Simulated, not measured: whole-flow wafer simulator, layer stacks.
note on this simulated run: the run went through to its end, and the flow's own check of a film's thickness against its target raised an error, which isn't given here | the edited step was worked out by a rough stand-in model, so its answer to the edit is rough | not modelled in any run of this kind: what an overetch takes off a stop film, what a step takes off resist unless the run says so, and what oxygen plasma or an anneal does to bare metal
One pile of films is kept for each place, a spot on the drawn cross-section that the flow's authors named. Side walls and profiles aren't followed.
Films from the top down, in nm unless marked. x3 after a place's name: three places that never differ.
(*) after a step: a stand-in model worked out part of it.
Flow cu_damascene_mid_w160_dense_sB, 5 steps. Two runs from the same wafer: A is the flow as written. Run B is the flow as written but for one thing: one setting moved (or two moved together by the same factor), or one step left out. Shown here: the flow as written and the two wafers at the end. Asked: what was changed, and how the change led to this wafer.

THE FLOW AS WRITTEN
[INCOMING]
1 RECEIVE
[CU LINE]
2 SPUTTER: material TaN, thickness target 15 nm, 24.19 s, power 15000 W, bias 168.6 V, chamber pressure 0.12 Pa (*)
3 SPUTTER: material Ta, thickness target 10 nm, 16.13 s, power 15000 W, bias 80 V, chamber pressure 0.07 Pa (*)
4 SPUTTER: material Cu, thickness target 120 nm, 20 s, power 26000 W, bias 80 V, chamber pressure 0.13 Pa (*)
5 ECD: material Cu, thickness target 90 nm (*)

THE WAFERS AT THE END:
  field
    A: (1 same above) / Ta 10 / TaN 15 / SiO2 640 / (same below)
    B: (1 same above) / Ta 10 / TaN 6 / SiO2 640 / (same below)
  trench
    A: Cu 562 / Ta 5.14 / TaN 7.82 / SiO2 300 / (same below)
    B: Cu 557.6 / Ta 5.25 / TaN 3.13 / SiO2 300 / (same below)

The cause: step 2, SPUTTER: thickness target 6 nm was run, where the flow has thickness target 15 nm; step 2, SPUTTER: 9.68 s was run, where the flow has 24.19 s.
It can be read off the wafer: field has TaN 6, and step 2 as written asks for 15 nm.

How the change led to this, step by step:
  2 SPUTTER: material TaN, thickness target 15 nm, 24.19 s, power 15000 W, bias 168.6 V, chamber pressure 0.12 Pa (*)
      field: A TaN +15 (new film) | B TaN +6 (new film)
      trench: A TaN +7.82 (new film) | B TaN +3.13 (new film)
  4 SPUTTER: material Cu, thickness target 120 nm, 20 s, power 26000 W, bias 80 V, chamber pressure 0.13 Pa (*)
      trench: A Cu +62 (new film) | B Cu +63.3 (new film)
